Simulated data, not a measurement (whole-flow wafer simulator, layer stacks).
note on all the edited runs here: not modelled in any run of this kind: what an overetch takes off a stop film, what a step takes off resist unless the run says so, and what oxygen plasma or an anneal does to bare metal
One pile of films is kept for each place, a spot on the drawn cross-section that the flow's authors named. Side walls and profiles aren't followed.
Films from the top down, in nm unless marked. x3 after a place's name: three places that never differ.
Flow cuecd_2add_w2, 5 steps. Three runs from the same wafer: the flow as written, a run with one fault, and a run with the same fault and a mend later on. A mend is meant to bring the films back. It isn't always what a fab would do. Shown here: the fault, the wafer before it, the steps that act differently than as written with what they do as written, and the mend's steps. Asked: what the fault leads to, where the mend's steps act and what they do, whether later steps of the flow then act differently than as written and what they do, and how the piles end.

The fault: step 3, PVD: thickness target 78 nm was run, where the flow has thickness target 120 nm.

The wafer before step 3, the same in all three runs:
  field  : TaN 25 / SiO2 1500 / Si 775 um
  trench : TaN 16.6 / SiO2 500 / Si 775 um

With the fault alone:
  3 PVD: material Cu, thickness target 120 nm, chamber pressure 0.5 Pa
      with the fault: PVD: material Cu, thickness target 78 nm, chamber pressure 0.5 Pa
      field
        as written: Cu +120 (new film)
        with the fault: Cu +78 (new film)
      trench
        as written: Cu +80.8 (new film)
        with the fault: Cu +52.7 (new film)
  No later step of the flow acts differently than as written, at any place that is followed, by more than 2% or 0.5 nm, whichever is larger.
  At the end the piles differ from the flow's by more than 2% or 0.5 nm, whichever is larger, at field.
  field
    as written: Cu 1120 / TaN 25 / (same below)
    with the fault: Cu 1078 / TaN 25 / (same below)

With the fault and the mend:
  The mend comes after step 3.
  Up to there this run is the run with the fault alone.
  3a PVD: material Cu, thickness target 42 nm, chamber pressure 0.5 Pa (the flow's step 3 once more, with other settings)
      field
        Cu +42
      trench
        Cu +27.7
  No later step of the flow acts differently than as written, at any place that is followed, by more than 2% or 0.5 nm, whichever is larger.
  At the end the piles are the same as the flow's at every place that both follow.
